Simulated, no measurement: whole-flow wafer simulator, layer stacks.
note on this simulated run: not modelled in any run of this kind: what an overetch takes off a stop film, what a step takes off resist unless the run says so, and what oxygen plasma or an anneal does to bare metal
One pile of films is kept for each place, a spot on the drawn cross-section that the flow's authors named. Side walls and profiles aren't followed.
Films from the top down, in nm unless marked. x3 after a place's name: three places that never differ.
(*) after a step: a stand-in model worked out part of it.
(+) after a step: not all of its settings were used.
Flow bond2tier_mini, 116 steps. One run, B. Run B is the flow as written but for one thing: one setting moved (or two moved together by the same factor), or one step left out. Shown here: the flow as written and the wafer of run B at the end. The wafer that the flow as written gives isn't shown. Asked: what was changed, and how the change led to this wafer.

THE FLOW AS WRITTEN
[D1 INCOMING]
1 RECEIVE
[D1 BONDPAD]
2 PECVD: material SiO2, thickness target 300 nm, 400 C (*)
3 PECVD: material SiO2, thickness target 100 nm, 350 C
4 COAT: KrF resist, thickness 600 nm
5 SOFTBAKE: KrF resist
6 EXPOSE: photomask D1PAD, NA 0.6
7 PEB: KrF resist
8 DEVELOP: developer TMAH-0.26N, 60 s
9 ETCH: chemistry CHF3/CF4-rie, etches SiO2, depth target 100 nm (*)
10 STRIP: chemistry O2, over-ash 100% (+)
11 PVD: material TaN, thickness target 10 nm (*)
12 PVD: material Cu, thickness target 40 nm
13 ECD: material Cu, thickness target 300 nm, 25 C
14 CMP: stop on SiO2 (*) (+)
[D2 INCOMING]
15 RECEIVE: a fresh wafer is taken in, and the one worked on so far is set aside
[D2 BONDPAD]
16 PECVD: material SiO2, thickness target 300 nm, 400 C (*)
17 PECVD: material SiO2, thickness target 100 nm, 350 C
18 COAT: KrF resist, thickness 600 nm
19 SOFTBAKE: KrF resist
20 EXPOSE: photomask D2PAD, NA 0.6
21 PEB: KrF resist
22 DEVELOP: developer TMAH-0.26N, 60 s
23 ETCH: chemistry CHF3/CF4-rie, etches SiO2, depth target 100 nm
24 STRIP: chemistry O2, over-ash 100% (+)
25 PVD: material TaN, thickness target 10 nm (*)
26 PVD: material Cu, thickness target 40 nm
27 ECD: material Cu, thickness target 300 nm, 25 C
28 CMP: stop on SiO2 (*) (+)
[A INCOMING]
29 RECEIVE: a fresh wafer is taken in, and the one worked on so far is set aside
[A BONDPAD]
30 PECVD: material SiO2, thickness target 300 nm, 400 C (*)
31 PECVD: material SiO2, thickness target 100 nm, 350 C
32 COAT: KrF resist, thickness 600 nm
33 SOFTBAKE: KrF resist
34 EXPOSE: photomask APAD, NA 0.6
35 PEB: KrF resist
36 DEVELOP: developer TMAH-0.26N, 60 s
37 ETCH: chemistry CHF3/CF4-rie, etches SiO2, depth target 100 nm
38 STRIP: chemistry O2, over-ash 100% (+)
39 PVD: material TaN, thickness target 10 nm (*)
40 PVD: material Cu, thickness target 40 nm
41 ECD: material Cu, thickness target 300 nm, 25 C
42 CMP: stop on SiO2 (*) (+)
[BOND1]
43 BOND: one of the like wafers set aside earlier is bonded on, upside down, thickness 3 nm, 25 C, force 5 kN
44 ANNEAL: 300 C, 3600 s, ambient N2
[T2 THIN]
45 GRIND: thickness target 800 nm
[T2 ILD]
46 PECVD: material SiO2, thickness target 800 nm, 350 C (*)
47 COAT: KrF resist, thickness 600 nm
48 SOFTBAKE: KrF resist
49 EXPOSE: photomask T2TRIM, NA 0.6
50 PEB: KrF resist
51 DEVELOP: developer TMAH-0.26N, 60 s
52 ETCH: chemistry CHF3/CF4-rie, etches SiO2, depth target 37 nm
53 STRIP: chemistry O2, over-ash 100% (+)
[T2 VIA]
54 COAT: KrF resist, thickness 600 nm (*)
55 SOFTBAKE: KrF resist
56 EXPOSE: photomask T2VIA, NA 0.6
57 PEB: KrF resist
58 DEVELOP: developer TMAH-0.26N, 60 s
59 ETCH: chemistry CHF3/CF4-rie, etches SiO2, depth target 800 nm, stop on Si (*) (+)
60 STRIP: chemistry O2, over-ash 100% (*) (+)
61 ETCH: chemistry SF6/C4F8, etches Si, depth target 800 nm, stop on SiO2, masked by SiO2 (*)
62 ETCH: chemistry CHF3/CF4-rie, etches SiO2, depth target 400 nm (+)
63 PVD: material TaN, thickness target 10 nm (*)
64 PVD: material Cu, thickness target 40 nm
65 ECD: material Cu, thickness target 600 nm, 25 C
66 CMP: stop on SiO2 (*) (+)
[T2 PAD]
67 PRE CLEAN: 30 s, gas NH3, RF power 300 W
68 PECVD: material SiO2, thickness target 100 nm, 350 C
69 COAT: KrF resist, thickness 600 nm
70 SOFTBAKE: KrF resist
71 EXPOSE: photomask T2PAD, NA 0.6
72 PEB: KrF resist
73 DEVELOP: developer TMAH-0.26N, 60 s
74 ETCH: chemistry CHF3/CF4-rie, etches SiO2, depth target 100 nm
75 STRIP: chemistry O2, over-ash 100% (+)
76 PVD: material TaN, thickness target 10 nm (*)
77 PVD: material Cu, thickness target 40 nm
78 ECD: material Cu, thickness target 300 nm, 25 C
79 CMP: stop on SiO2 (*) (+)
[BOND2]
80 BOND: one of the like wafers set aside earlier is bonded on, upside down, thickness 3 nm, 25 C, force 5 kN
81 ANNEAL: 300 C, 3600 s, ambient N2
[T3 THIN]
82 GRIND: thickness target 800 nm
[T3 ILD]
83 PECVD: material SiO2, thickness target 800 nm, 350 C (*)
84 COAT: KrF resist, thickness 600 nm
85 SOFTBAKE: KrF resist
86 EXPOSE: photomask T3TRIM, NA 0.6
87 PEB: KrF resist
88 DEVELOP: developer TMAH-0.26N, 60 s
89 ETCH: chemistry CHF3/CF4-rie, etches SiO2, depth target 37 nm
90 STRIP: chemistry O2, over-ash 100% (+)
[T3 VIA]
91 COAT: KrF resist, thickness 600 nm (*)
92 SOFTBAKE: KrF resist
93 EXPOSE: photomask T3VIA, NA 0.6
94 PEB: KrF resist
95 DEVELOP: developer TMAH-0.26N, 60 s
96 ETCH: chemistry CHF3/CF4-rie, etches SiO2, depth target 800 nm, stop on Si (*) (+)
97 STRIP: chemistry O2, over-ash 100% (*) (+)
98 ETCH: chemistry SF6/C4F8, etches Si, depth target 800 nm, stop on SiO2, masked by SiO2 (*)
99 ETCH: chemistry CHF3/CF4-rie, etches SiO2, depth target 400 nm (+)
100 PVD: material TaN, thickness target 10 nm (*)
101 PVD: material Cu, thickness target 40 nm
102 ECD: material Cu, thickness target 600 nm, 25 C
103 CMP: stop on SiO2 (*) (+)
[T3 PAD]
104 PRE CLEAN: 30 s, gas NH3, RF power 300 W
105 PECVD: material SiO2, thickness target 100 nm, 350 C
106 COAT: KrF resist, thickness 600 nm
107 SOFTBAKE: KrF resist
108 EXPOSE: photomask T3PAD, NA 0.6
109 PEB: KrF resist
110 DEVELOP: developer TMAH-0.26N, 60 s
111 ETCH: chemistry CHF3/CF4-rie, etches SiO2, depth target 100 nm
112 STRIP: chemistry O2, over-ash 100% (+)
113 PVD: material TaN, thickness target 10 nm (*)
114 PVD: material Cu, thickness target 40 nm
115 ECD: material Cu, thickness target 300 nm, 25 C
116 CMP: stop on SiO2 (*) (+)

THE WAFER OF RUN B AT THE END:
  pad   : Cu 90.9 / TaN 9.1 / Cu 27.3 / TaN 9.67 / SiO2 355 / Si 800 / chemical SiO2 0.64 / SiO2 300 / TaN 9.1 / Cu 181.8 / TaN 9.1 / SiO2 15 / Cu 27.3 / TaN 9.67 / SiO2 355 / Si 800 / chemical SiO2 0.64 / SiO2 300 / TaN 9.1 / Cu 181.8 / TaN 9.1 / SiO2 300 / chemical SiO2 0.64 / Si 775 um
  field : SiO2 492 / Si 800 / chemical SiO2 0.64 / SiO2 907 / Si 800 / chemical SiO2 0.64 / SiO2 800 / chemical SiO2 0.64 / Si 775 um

The cause: step 68, PECVD: thickness target 115 nm was run, where the flow has thickness target 100 nm.

How the change led to this, step by step:
  68 PECVD: material SiO2, thickness target 100 nm, 350 C
      field: SiO2 +115 (as written it would be: SiO2 +100)
      pad: SiO2 +115 (new film) (as written it would be: SiO2 +100 (new film))
  74 ETCH: chemistry CHF3/CF4-rie, etches SiO2, depth target 100 nm
      pad: SiO2 -100 (as written it would be: SiO2 -100 (all of it))
Counting metal films that touch as one body, pad has 4 bodies (between them, from the top down: SiO2 355 / Si 800 / chemical SiO2 0.64 / SiO2 300; SiO2 15; SiO2 355 / Si 800 / chemical SiO2 0.64 / SiO2 300); the flow as written gives 3 bodies (between them, from the top down: SiO2 355 / Si 800 / chemical SiO2 0.64 / SiO2 300; SiO2 355 / Si 800 / chemical SiO2 0.64 / SiO2 300).
